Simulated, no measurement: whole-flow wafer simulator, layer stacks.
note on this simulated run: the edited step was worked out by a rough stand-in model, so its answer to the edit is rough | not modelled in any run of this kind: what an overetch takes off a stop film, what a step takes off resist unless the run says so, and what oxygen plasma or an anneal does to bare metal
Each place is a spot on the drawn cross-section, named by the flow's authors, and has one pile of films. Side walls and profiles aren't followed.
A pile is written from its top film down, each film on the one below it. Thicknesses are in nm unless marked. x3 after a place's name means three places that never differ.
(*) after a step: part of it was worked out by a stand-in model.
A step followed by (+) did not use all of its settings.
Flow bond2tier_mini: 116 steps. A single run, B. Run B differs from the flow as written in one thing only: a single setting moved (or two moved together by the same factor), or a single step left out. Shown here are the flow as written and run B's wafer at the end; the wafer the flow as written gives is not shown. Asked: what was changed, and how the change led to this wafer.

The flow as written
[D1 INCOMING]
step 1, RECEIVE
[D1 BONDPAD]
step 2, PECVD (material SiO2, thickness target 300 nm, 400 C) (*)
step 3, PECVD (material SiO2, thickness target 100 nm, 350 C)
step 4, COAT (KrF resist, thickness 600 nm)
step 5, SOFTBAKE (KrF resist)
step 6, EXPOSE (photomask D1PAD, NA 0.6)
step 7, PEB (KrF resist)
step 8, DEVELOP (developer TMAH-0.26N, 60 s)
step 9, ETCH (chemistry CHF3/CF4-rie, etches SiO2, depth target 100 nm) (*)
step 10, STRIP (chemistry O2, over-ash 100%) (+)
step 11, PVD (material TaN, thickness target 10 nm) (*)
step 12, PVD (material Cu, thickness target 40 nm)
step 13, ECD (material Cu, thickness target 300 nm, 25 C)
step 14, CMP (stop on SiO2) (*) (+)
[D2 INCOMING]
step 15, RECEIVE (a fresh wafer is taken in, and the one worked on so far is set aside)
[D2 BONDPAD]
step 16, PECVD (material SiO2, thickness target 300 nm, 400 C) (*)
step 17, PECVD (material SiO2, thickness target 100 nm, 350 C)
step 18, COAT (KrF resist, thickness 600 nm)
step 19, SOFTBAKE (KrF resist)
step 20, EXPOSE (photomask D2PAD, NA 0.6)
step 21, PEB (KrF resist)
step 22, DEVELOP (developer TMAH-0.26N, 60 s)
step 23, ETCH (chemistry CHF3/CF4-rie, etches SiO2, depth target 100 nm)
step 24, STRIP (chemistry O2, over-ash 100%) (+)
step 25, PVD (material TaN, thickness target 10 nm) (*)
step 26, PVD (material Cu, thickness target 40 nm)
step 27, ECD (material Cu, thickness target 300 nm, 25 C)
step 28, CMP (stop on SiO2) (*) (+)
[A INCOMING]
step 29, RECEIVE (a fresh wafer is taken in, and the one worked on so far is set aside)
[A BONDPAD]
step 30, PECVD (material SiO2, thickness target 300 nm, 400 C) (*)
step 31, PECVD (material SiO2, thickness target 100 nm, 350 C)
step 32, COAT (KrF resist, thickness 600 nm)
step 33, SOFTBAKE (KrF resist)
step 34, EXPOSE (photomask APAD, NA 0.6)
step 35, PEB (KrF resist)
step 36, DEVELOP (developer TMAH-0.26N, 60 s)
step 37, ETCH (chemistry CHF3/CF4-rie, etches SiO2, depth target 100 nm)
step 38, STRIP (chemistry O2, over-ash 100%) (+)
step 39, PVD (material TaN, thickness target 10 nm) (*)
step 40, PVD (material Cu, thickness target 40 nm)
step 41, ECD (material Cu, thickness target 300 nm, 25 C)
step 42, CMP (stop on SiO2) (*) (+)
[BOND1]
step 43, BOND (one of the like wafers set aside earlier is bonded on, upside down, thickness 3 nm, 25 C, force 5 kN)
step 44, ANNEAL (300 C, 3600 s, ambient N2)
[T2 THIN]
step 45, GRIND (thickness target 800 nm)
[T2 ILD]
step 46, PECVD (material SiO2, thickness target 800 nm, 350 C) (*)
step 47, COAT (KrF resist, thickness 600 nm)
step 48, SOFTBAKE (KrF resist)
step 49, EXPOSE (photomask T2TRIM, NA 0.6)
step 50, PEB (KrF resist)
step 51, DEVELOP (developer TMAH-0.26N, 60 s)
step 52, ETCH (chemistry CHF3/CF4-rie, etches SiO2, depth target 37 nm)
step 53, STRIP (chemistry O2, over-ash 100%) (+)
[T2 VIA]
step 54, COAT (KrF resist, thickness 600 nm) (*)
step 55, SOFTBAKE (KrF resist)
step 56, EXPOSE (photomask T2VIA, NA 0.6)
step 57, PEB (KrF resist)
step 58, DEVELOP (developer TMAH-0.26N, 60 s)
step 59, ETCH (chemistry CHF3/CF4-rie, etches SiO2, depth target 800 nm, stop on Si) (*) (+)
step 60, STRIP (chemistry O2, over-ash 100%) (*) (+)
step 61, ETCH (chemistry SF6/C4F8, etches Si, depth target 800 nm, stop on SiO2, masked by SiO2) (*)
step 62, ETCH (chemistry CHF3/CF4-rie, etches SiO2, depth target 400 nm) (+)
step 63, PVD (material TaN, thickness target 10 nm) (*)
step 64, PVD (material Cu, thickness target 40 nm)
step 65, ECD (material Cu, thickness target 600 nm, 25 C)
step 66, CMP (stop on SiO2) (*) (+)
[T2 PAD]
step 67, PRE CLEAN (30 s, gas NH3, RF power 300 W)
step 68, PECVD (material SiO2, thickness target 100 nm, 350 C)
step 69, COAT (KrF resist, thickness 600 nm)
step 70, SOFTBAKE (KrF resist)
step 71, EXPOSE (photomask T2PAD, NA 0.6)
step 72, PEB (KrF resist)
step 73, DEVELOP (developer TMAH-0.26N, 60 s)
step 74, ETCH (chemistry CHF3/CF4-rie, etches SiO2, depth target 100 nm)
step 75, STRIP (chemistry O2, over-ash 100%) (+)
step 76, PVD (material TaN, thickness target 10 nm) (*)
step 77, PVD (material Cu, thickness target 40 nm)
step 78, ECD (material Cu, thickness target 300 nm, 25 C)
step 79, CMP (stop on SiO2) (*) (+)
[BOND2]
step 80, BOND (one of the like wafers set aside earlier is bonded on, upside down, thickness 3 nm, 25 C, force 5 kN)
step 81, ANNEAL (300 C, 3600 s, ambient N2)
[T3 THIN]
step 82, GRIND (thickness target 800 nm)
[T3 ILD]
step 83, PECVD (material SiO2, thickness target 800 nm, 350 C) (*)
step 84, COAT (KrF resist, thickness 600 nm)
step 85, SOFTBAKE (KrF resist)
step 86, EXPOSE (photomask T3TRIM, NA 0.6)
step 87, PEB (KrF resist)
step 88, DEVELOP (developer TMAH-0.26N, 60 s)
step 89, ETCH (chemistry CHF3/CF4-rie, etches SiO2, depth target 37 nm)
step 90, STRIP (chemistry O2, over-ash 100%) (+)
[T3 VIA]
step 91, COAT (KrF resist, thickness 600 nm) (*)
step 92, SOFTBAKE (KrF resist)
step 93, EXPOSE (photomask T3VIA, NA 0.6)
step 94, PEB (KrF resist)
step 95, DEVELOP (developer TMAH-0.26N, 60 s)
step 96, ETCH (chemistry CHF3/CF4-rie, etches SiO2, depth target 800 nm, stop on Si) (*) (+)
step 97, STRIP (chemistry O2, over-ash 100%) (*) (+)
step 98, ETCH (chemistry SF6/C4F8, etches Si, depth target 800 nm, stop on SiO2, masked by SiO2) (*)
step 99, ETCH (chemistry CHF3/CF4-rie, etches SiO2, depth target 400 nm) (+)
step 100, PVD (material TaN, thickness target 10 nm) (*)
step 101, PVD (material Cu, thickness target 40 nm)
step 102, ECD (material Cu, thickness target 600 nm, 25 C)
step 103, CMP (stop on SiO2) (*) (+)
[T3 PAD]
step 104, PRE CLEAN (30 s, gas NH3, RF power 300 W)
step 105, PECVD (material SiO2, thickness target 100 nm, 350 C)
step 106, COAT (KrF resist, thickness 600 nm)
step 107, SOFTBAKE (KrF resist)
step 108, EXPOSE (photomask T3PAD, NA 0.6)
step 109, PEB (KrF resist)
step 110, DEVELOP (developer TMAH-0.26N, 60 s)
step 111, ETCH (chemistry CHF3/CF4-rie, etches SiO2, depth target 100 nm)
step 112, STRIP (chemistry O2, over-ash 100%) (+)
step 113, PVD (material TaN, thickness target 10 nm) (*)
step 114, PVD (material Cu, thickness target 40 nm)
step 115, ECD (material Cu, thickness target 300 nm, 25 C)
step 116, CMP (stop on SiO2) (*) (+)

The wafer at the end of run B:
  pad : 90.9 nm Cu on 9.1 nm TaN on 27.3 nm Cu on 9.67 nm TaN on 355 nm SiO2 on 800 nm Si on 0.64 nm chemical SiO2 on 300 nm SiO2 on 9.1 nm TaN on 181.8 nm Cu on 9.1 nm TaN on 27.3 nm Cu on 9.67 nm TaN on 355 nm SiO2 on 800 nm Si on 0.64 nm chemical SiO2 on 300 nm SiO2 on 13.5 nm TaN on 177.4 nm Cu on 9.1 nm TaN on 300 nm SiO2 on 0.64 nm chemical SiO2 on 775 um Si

The reason: step 11, PVD: thickness target 14.8 nm was run, whereas the flow has thickness target 10 nm.

Step by step, how the change led to this:
  step 11, PVD (material TaN, thickness target 10 nm) (*)
      field: TaN gains 14.8 (new film) (it would be, as written: TaN gains 10 (new film))
      pad: TaN gains 13.5 (new film) (it would be, as written: TaN gains 9.1 (new film))
      (also at 1 further place)
  step 14, CMP (stop on SiO2) (*) (+)
      field: Cu loses 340 (all of it), TaN loses 14.8 (all of it) (it would be, as written: Cu loses 340 (all of it), TaN loses 10 (all of it))
  step 43, BOND (one of the like wafers set aside earlier is bonded on, upside down, thickness 3 nm, 25 C, force 5 kN)
      pad: Si gains 775 um (new film), chemical SiO2 gains 0.64 (new film), SiO2 gains 300 (new film), TaN gains 13.5 (new film), Cu gains 86.5 (it would be, as written: Si gains 775 um (new film), chemical SiO2 gains 0.64 (new film), SiO2 gains 300 (new film), TaN gains 9.1 (new film), Cu gains 90.9)
      via: Si gains 775 um (new film), chemical SiO2 gains 0.64 (new film), SiO2 gains 300 (new film), TaN gains 14.8 (new film), Cu gains 85.2 (it would be, as written: Si gains 775 um (new film), chemical SiO2 gains 0.64 (new film), SiO2 gains 300 (new film), TaN gains 9.97 (new film), Cu gains 90)
